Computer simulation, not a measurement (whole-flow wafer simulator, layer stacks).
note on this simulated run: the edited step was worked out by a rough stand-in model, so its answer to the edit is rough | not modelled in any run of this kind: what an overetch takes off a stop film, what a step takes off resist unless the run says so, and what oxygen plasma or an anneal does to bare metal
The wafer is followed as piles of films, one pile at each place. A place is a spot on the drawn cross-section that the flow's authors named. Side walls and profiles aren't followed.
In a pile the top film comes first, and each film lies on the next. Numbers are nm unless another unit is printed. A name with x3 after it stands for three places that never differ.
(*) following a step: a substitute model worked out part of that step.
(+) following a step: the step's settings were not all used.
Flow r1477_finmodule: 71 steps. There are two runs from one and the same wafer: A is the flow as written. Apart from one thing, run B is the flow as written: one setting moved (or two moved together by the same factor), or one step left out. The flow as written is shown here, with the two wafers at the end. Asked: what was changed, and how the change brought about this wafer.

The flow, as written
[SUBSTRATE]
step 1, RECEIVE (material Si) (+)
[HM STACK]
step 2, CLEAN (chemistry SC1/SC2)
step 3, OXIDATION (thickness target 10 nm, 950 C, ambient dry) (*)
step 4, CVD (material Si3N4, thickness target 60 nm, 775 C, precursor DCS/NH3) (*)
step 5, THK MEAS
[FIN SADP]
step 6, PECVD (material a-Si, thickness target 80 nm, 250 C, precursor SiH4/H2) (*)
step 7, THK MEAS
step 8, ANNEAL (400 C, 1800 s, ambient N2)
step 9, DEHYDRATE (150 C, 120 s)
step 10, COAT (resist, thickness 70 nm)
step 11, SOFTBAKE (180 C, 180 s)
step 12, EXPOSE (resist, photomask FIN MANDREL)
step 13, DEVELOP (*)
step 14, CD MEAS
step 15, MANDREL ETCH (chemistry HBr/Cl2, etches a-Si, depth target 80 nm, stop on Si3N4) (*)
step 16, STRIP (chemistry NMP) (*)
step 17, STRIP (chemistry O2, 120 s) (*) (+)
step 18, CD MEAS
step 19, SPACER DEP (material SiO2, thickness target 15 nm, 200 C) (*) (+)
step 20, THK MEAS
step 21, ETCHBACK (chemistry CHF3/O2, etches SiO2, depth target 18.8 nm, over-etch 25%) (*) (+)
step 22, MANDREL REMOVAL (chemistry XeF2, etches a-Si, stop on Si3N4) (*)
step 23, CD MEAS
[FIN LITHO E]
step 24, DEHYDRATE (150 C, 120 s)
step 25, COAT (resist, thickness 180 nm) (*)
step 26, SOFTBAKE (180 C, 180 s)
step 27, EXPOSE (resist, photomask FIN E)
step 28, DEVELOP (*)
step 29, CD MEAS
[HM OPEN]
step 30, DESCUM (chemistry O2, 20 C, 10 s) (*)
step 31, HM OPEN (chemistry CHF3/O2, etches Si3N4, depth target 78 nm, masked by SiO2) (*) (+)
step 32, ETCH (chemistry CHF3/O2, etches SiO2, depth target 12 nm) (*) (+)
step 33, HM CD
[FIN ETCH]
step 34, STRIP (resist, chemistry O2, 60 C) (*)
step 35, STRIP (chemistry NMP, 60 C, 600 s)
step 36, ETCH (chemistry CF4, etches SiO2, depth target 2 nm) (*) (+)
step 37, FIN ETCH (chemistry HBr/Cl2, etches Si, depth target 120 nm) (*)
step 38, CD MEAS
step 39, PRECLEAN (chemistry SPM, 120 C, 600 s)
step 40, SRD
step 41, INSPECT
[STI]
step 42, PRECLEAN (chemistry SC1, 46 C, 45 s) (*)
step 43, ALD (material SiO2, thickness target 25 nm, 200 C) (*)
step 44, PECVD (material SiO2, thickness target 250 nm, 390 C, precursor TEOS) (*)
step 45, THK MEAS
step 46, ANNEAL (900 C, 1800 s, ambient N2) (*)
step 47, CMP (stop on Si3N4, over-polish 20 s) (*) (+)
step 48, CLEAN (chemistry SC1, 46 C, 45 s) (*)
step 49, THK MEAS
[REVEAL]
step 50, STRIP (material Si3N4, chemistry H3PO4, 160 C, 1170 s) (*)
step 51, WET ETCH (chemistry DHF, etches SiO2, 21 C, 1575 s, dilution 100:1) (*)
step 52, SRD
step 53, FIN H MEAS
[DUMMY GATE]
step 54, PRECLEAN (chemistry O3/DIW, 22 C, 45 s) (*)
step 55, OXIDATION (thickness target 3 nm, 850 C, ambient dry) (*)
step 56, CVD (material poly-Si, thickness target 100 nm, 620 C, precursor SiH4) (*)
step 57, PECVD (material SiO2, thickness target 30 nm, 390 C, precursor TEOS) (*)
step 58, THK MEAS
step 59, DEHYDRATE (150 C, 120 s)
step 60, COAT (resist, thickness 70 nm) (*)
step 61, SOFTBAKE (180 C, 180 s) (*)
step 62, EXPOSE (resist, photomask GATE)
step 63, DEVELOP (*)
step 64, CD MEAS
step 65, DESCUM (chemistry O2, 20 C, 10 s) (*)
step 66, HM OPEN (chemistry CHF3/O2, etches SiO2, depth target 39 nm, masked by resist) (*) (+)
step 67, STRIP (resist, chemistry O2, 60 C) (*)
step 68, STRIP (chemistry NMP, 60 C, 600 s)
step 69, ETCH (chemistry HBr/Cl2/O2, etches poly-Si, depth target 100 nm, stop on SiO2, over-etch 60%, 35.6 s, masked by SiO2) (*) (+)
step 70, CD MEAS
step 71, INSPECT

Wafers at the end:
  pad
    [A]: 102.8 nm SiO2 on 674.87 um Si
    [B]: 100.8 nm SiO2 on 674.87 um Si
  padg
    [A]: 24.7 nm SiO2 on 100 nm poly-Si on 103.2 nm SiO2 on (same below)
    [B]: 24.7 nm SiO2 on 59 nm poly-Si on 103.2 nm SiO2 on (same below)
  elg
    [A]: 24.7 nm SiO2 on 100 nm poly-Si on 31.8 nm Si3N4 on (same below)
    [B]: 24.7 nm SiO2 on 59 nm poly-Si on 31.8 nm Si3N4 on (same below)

The reason: step 56, CVD: thickness target 59 nm was run, while the flow as written has thickness target 100 nm.
One can read it off the wafer: padg has poly-Si 59, and step 56 as written asks for 100 nm.

How this came from the change, step by step:
  step 56, CVD (material poly-Si, thickness target 100 nm, 620 C, precursor SiH4) (*)
      pad, padg, elg and 26 more: A poly-Si gains 100 (new film) | B poly-Si gains 59 (new film)
      s40cg, s40co: A poly-Si gains 113.9 (new film) | B poly-Si gains 71.4 (new film)
      (as well as at 5 more places)
  step 60, COAT (resist, thickness 70 nm) (*)
      s45cg, s45co: A resist gains 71 (new film) | B resist gains 72.7 (new film)
      s50cg, s50co: A resist gains 71.5 (new film) | B resist gains 73.6 (new film)
  step 63, DEVELOP (*)
      s45co: A resist loses 71 (all of it) | B resist loses 72.7 (all of it)
      s50co: A resist loses 71.5 (all of it) | B resist loses 73.6 (all of it)
  step 67, STRIP (resist, chemistry O2, 60 C) (*)
      s40cg: A resist loses 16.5 (all of it) | B resist loses 17.7 (all of it)
      s45cg: A resist loses 16.9 (all of it) | B resist loses 18.6 (all of it)
      (as well as at 1 more place)
  step 69, ETCH (chemistry HBr/Cl2/O2, etches poly-Si, depth target 100 nm, stop on SiO2, over-etch 60%, 35.6 s, masked by SiO2) (*) (+)
      pad, eso, e40so and 8 more: A chemical SiO2 loses 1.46 (all of it), poly-Si loses 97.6 (all of it), SiO2 loses 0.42 | B chemical SiO2 loses 1.46 (all of it), poly-Si loses 56.6 (all of it), SiO2 loses 2.47
      elo, e40lo, e100lo, e200lo: A chemical SiO2 loses 1.46 (all of it), poly-Si loses 97.6 (all of it), Si3N4 loses 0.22 | B chemical SiO2 loses 1.46 (all of it), poly-Si loses 56.6 (all of it), Si3N4 loses 3.95
      (as well as at 3 more places)
